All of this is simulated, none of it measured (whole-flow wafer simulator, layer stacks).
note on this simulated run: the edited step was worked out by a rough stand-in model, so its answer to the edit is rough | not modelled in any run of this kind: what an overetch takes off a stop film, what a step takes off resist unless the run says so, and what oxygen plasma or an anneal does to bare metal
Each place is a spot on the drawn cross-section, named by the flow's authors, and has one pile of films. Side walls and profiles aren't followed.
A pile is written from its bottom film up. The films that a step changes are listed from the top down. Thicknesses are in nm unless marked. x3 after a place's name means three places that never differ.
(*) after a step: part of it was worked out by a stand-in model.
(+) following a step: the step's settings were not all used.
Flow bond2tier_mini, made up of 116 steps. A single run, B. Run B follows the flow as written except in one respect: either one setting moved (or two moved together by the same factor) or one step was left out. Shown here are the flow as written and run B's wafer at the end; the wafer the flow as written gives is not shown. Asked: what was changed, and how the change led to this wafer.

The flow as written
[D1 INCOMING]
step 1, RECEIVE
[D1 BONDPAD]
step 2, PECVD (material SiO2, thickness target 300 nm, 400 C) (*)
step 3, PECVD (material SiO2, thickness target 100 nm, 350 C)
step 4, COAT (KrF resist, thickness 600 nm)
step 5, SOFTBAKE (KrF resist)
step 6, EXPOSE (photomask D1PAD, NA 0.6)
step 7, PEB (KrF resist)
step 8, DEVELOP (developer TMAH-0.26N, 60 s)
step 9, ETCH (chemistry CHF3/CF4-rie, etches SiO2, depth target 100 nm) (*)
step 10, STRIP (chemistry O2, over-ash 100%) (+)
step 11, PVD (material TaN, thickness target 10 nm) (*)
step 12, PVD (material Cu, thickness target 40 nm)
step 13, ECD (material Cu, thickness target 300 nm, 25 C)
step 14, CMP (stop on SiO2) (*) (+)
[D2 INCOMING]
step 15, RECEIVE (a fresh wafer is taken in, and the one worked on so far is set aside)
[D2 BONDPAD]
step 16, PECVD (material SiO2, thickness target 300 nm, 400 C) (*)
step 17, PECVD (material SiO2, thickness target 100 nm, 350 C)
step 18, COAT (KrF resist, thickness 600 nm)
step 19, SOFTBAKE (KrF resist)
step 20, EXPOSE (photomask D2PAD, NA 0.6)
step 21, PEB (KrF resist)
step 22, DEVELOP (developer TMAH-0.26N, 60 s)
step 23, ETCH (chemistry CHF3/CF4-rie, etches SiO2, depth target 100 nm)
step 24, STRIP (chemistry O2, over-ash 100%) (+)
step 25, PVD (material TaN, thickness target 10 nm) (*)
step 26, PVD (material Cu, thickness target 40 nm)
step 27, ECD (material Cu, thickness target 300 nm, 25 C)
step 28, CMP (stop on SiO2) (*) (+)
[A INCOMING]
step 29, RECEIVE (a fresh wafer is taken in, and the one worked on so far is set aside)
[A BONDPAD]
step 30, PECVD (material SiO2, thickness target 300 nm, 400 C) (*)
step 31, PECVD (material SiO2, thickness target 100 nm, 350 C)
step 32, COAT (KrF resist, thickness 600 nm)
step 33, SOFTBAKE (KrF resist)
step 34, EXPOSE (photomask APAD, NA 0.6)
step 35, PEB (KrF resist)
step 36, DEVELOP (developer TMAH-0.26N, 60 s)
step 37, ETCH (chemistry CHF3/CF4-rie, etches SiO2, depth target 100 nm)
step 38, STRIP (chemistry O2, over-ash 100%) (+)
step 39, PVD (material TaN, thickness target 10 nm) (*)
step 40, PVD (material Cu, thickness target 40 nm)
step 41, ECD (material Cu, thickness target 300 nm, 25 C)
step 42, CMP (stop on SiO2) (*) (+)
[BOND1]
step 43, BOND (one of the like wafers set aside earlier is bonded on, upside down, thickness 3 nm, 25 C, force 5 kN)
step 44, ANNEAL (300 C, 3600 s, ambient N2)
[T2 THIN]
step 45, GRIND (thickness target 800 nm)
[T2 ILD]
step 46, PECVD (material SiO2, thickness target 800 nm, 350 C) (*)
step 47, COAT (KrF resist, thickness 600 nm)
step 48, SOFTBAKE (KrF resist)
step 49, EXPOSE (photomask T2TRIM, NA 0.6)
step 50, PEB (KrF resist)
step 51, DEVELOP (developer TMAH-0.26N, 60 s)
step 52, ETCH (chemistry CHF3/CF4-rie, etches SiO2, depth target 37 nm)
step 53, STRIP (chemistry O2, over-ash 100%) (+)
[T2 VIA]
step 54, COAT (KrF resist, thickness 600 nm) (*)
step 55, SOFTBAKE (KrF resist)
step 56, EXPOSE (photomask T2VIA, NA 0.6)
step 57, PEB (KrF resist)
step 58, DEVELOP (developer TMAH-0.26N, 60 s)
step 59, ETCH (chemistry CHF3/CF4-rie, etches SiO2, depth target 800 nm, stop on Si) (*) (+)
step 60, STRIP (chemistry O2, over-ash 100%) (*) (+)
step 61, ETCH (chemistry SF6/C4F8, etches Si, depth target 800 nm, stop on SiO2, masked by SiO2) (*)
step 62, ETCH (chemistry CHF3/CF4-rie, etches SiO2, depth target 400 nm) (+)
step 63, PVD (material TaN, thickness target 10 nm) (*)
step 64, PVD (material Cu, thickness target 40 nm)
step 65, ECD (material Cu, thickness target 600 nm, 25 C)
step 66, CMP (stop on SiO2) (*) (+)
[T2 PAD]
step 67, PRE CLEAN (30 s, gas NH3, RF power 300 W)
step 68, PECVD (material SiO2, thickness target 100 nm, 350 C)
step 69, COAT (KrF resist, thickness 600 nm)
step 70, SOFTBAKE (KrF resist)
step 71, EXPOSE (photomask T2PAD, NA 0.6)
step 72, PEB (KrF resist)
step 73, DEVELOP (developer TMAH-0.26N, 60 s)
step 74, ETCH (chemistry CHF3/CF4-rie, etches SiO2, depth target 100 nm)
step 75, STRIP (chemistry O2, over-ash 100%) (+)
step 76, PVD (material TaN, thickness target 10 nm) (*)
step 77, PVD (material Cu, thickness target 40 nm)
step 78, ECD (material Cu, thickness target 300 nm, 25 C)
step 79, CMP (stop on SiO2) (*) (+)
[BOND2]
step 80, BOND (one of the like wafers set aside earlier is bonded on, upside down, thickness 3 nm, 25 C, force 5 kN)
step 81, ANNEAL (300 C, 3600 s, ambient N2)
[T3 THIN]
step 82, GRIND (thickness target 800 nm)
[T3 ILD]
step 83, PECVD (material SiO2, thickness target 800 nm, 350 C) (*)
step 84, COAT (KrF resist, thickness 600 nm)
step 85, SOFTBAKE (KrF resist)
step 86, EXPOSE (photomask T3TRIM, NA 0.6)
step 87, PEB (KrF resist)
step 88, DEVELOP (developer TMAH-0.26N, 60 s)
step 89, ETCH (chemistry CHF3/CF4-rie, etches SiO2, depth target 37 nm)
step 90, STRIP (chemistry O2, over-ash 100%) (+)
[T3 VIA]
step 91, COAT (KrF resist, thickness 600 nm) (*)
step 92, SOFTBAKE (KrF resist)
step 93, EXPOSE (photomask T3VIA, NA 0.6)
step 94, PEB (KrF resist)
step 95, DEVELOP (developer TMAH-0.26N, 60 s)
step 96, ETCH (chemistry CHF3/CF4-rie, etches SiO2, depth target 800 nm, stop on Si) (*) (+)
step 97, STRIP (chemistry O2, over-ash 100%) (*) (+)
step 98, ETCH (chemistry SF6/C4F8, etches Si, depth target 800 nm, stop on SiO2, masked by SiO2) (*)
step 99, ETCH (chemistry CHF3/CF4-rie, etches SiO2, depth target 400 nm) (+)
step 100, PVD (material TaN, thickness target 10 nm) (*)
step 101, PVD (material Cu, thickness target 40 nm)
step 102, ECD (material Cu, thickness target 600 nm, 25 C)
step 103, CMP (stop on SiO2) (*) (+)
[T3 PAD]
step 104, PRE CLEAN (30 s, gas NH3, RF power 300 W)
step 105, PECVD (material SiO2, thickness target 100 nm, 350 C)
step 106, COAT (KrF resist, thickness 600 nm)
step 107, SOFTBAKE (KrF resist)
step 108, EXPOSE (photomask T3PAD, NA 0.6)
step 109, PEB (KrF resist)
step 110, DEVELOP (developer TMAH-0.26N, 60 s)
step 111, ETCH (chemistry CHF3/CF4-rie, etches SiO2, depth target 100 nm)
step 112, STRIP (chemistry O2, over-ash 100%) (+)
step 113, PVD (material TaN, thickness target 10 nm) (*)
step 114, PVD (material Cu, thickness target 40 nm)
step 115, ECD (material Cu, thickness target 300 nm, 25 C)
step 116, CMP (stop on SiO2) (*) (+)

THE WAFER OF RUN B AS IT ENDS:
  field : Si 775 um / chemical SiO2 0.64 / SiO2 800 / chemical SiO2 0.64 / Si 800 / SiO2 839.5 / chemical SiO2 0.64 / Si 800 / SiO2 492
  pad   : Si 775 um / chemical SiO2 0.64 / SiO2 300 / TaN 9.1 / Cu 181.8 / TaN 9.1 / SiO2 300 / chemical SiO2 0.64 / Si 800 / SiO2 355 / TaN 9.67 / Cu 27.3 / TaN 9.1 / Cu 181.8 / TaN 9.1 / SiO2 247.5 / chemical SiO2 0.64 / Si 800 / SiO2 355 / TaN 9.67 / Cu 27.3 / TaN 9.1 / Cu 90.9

Cause: step 16, PECVD: thickness target 247.5 nm was run, while the flow as written has thickness target 300 nm.
The wafer lets one read it off: pad has SiO2 247.5, and step 16 as written asks for 300 nm.

Step by step, how the change led to this:
  step 16, PECVD (material SiO2, thickness target 300 nm, 400 C) (*)
      field, pad, via: +247.5 SiO2 (new film) (it would be, as written: +300 SiO2 (new film))
  step 80, BOND (one of the like wafers set aside earlier is bonded on, upside down, thickness 3 nm, 25 C, force 5 kN)
      field: +775 um Si (new film), +0.64 chemical SiO2 (new film), +347.5 SiO2 (it would be, as written: +775 um Si (new film), +0.64 chemical SiO2 (new film), +400 SiO2)
      pad: +775 um Si (new film), +0.64 chemical SiO2 (new film), +247.5 SiO2 (new film), +9.1 TaN (new film), +90.9 Cu (it would be, as written: +775 um Si (new film), +0.64 chemical SiO2 (new film), +300 SiO2 (new film), +9.1 TaN (new film), +90.9 Cu)
